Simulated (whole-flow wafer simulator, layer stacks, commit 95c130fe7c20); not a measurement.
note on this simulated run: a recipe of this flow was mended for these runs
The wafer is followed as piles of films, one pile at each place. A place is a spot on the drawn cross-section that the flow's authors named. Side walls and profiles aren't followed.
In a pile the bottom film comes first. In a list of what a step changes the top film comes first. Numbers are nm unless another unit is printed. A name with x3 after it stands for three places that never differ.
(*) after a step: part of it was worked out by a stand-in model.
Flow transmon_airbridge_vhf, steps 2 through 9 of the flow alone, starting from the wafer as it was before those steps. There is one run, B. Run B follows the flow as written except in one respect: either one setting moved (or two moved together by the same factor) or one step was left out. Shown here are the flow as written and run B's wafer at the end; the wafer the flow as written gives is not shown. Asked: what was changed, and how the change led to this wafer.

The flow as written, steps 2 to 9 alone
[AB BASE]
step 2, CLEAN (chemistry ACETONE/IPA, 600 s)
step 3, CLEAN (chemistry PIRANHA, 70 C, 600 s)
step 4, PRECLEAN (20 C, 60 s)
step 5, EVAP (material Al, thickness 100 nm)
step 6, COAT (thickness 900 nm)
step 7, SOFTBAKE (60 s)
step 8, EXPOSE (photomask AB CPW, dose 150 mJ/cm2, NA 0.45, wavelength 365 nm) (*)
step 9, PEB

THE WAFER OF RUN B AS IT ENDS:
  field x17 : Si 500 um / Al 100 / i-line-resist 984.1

The reason: step 6, COAT: thickness 1038 nm was run, whereas the flow has thickness 900 nm.

How this came from the change, step by step:
  step 6, COAT (thickness 900 nm)
      field x17: +1038 i-line-resist (new film) (in the flow as written it would be: +900 i-line-resist (new film))
  step 9, PEB
      field x17: -53.9 i-line-resist (in the flow as written it would be: -46.5 i-line-resist)
